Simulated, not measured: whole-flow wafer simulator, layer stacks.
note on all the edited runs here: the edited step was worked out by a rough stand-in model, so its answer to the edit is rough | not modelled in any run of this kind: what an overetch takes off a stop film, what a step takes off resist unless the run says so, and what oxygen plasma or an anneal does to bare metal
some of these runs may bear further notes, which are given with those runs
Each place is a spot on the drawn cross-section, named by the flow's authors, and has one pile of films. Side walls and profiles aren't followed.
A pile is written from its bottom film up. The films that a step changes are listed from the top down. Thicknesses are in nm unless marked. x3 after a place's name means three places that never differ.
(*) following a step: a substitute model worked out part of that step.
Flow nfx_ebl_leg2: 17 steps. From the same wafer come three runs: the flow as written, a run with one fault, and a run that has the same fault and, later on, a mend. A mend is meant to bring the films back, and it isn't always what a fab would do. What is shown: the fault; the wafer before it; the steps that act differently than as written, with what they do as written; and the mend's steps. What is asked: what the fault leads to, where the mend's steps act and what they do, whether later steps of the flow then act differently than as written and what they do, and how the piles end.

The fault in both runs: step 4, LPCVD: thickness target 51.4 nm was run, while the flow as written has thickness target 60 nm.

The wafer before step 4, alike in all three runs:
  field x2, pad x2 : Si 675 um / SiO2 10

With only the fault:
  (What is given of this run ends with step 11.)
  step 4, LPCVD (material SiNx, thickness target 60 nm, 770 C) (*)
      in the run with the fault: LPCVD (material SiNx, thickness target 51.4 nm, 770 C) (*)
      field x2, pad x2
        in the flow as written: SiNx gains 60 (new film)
        in the run with the fault: SiNx gains 51.4 (new film)
  None of the later steps of the flow up to step 11 acts differently than as written at any place that is followed.
  Once step 11 is done, the piles at field x2, pad x2 depart from the flow's by more than 2% or 0.5 nm, whichever is larger.
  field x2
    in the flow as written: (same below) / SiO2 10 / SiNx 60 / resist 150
    in the run with the fault: (same below) / SiO2 10 / SiNx 51.4 / resist 150
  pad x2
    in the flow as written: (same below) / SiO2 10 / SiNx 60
    in the run with the fault: (same below) / SiO2 10 / SiNx 51.4

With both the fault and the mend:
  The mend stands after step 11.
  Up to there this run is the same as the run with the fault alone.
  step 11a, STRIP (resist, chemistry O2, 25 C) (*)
      field x2
        resist loses 150 (all of it)
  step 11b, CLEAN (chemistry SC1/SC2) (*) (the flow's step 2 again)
      alters no film at any place that is followed
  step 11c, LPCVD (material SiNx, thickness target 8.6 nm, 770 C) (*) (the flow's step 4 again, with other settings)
      field x2, pad x2
        SiNx gains 8.6
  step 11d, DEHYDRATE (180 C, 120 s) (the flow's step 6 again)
      alters no film at any place that is followed
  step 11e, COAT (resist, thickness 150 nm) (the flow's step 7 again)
      field x2, pad x2
        resist gains 150 (new film)
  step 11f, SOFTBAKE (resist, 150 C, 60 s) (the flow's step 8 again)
      alters no film at any place that is followed
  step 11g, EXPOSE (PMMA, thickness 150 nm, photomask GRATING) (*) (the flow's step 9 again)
      alters no film at any place that is followed
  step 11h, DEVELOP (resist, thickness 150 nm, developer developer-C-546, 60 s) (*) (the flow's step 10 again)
      pad x2
        resist loses 150 (all of it)
  None of the later steps of the flow acts differently than as written at any place that is followed.
  At every place that both follow, the piles at the end match the flow's.
